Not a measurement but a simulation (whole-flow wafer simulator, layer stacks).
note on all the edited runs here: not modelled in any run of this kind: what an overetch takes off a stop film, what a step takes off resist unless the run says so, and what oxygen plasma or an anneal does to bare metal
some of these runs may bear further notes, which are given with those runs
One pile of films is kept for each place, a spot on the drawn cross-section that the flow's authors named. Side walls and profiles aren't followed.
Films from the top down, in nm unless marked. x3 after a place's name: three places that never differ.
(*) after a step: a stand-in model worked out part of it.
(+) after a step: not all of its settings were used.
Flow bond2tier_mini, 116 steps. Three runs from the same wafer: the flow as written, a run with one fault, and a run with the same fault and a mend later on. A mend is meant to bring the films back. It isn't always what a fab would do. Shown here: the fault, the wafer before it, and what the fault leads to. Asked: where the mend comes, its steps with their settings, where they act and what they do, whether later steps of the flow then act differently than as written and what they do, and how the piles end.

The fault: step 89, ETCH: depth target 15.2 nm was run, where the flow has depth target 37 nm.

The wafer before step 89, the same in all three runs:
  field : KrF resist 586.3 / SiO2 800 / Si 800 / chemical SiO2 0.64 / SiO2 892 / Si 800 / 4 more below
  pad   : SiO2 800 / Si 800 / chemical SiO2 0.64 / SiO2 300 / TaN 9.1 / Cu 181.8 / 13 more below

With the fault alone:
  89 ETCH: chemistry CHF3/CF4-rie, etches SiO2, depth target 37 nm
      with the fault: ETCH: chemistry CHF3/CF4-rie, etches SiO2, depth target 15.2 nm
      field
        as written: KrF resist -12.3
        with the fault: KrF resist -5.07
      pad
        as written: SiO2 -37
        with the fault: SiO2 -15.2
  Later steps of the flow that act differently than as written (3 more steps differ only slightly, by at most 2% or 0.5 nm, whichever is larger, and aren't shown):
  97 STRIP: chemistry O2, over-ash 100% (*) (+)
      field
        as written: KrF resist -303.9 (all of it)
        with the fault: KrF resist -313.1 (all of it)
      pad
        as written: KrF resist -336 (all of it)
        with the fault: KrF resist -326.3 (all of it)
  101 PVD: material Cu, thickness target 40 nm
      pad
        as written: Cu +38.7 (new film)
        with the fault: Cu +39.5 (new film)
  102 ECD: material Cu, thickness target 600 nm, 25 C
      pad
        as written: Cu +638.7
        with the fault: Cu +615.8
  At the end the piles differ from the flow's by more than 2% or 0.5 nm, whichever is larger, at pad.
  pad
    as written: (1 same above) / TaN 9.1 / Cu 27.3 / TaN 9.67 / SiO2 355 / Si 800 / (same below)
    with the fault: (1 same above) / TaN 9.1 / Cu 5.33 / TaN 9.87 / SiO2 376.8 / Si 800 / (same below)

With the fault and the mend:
  The mend comes after step 90.
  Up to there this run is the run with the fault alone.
  90a COAT: KrF resist, thickness 600 nm (*) (the flow's step 84 once more)
      field
        KrF resist +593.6 (new film)
      pad
        KrF resist +606.7 (new film)
  90b SOFTBAKE: KrF resist (the flow's step 85 once more)
      changes no film at any place that is followed
  90c EXPOSE: photomask T3TRIM, NA 0.6 (the flow's step 86 once more)
      changes no film at any place that is followed
  90d PEB: KrF resist (the flow's step 87 once more)
      changes no film at any place that is followed
  90e DEVELOP: developer TMAH-0.26N, 60 s (the flow's step 88 once more)
      field
        KrF resist -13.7
      pad
        KrF resist -606.7 (all of it)
  90f ETCH: chemistry CHF3/CF4-rie, etches SiO2, depth target 21.8 nm (the flow's step 89 once more, with other settings)
      field
        KrF resist -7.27
      pad
        SiO2 -21.8
  90g STRIP: chemistry O2, over-ash 100% (+) (the flow's step 90 once more)
      field
        KrF resist -572.5 (all of it)
  No later step of the flow acts differently than as written at any place that is followed.
  At the end the piles are the same as the flow's at every place that both follow.
